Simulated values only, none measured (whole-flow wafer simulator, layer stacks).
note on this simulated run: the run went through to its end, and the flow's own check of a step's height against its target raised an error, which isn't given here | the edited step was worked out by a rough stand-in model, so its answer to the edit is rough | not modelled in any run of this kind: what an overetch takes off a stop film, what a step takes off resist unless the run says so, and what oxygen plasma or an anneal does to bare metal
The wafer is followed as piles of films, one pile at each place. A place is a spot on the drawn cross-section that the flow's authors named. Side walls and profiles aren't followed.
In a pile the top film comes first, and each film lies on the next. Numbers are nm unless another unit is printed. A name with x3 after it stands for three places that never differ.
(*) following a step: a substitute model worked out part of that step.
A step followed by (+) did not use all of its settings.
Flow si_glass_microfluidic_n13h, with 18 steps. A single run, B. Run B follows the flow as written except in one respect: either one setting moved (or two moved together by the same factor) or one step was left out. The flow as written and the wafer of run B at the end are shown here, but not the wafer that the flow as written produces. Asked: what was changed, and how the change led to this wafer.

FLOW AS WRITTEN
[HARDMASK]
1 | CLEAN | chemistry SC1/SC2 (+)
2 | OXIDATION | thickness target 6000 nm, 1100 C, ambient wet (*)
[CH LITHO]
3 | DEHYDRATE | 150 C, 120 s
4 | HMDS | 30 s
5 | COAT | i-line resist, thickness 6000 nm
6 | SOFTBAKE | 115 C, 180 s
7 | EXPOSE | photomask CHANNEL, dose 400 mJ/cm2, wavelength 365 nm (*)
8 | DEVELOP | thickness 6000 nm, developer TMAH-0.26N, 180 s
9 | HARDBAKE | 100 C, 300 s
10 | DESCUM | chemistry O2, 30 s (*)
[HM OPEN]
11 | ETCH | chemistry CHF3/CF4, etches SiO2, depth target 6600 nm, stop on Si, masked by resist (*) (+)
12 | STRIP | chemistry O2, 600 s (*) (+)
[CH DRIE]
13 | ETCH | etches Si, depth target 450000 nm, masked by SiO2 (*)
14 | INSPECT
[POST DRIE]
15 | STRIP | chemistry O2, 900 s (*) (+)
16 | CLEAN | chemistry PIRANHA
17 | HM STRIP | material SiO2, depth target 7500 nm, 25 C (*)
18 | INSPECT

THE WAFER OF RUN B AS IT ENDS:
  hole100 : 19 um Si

The reason: step 13, ETCH: depth target 517500 nm was run, while the flow as written has depth target 450000 nm.

The path from the change to this, step by step:
  13 | ETCH | etches Si, depth target 450000 nm, masked by SiO2 (*)
      land: -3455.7 SiO2 (it would be, as written: -3004.3 SiO2)
      hole100: -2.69 chemical SiO2 (all of it), -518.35 um Si (it would be, as written: -2.69 chemical SiO2 (all of it), -450.64 um Si)
  17 | HM STRIP | material SiO2, depth target 7500 nm, 25 C (*)
      land: -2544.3 SiO2 (all of it) (it would be, as written: -2995.7 SiO2 (all of it))
